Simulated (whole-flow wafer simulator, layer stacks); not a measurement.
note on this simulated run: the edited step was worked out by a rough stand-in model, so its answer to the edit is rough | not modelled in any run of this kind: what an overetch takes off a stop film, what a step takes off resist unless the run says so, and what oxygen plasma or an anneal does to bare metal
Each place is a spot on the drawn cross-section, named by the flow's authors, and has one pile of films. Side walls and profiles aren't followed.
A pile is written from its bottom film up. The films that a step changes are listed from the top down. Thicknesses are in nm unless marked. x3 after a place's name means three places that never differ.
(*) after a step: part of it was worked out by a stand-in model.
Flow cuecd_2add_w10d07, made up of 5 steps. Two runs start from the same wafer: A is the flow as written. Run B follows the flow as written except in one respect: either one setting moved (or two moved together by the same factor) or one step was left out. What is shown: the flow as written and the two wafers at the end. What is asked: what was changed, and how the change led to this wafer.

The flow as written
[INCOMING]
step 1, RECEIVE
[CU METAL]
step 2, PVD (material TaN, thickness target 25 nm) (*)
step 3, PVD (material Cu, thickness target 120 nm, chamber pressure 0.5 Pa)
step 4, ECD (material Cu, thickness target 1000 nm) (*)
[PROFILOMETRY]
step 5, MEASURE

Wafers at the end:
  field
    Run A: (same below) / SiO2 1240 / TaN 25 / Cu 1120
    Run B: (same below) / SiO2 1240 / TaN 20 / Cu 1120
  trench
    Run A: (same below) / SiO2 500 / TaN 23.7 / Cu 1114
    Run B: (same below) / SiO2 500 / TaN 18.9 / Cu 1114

The reason: step 2, PVD: thickness target 20 nm was run, while the flow as written has thickness target 25 nm.
One can read it off the wafer: field has TaN 20, and step 2 as written asks for 25 nm.

The path from the change to this, step by step:
  step 2, PVD (material TaN, thickness target 25 nm) (*)
      field: A TaN gains 25 (new film) | B TaN gains 20 (new film)
      trench: A TaN gains 23.7 (new film) | B TaN gains 18.9 (new film)
